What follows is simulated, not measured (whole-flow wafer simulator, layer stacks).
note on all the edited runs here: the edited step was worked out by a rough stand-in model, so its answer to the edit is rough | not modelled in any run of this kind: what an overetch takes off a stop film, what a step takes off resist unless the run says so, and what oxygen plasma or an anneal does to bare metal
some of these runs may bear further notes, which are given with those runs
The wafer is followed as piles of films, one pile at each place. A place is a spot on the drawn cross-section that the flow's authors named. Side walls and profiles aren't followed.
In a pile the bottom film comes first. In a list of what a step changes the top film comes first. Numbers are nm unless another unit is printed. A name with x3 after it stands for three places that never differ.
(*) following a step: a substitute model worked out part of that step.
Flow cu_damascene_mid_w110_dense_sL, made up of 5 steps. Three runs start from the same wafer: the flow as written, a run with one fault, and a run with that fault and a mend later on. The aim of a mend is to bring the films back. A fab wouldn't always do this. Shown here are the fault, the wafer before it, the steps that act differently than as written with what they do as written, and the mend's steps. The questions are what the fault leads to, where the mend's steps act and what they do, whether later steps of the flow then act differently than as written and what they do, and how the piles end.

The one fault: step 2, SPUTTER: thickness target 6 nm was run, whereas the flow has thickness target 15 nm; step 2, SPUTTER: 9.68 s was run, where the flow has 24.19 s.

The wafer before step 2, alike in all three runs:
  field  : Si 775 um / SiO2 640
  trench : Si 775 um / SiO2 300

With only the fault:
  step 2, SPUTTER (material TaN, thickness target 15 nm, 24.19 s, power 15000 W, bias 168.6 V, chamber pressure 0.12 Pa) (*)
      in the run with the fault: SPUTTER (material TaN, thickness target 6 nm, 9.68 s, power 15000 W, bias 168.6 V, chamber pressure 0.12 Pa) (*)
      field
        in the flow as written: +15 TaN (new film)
        in the run with the fault: +6 TaN (new film)
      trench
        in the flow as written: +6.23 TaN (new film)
        in the run with the fault: +2.49 TaN (new film)
  Later steps of the flow acting differently than as written (2 other steps are not shown; they differ only slightly, by no more than 2% or 0.5 nm, whichever is larger):
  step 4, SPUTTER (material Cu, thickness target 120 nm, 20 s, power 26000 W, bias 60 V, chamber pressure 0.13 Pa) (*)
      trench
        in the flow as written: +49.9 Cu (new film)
        in the run with the fault: +51.4 Cu (new film)
  By the end, the piles at field, trench depart from the flow's by more than 2% or 0.5 nm, whichever is larger.
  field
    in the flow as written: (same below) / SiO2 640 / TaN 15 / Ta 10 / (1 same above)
    in the run with the fault: (same below) / SiO2 640 / TaN 6 / Ta 10 / (1 same above)
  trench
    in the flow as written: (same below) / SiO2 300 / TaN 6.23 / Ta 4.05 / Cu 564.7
    in the run with the fault: (same below) / SiO2 300 / TaN 2.49 / Ta 4.16 / Cu 559.3

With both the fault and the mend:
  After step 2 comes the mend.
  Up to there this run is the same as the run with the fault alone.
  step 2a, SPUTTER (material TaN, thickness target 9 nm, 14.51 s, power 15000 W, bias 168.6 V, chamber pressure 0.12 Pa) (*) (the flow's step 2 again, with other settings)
      field
        +9 TaN
      trench
        +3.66 TaN
  Later steps of the flow that are run all act as written at every place that is followed, up to a difference of at most 2% or 0.5 nm, whichever is larger.
  At the end the piles are close to the flow's at the places that both follow, differing by at most 2% or 0.5 nm, whichever is larger.
